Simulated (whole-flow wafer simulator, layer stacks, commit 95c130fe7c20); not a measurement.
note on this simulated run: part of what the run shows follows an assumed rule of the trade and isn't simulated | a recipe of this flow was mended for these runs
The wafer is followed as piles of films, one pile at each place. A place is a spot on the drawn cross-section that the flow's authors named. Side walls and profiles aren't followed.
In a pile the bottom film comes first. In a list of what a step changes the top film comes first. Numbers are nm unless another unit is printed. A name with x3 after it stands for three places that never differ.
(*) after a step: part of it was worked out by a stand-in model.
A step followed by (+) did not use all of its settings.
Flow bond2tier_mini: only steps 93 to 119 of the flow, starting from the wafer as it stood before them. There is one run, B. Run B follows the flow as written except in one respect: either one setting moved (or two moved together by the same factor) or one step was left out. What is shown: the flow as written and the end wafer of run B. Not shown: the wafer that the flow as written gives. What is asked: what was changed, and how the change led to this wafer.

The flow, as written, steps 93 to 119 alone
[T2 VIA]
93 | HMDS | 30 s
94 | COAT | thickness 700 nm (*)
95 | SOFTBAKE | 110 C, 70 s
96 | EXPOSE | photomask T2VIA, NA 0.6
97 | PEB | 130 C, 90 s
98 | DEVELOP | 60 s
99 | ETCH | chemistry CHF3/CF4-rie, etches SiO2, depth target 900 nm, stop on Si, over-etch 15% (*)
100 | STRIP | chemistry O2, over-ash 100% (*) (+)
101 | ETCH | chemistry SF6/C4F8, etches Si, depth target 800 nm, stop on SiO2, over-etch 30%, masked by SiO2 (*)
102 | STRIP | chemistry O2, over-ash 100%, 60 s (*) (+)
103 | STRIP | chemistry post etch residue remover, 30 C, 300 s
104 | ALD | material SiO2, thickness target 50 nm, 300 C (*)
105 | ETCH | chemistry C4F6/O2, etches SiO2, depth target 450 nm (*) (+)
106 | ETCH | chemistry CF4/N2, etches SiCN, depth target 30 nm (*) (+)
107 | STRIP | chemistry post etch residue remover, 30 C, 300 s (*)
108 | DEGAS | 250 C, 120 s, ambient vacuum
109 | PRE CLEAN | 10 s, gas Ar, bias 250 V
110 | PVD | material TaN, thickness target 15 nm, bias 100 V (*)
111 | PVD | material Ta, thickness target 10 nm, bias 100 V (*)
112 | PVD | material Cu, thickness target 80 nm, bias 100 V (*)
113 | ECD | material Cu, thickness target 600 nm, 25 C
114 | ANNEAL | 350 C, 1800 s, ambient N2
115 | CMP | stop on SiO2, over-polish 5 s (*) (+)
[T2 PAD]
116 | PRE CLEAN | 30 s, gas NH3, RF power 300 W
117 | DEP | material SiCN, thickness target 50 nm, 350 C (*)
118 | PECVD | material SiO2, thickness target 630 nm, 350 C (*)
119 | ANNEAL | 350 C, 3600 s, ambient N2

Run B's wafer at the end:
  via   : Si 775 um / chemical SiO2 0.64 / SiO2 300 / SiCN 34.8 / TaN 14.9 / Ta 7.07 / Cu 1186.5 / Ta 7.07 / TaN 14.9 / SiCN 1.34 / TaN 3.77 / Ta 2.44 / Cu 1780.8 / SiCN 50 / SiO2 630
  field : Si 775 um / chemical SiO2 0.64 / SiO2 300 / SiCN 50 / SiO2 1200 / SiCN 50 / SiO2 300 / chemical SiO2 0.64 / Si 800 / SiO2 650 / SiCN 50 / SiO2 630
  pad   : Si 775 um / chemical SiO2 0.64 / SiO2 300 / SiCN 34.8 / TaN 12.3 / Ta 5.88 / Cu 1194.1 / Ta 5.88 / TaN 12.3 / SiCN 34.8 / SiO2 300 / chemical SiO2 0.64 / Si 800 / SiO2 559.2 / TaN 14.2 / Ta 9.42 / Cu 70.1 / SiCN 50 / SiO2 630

Cause: step 104, ALD: thickness target 142.5 nm was run, though the flow has thickness target 50 nm.

Step by step, how the change led to this:
  104 | ALD | material SiO2, thickness target 50 nm, 300 C (*)
      field, pad, via: +142.5 SiO2 (it would be, as written: +50 SiO2)
  105 | ETCH | chemistry C4F6/O2, etches SiO2, depth target 450 nm (*) (+)
      via: -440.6 SiO2 (all of it), -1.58 SiCN (it would be, as written: -348.1 SiO2 (all of it), -17.2 SiCN)
  106 | ETCH | chemistry CF4/N2, etches SiCN, depth target 30 nm (*) (+)
      via: -30 SiCN (it would be, as written: -17.6 SiCN (all of it), -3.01 TaN)
  109 | PRE CLEAN | 10 s, gas Ar, bias 250 V
      via: -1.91 SiCN (it would be, as written: -3.19 TaN)
  110 | PVD | material TaN, thickness target 15 nm, bias 100 V (*)
      via: +3.77 TaN (new film) (it would be, as written: +6.94 TaN)
  111 | PVD | material Ta, thickness target 10 nm, bias 100 V (*)
      via: +2.44 Ta (new film) (it would be, as written: +4.57 Ta (new film))
  112 | PVD | material Cu, thickness target 80 nm, bias 100 V (*)
      via: +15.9 Cu (new film) (it would be, as written: +35 Cu (new film))
  113 | ECD | material Cu, thickness target 600 nm, 25 C
      via: +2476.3 Cu (it would be, as written: +2367 Cu)
If metal films that touch count as one body, via has 2 bodies (between them, from the top down: SiCN 1.34); the flow as written gives 1 body.
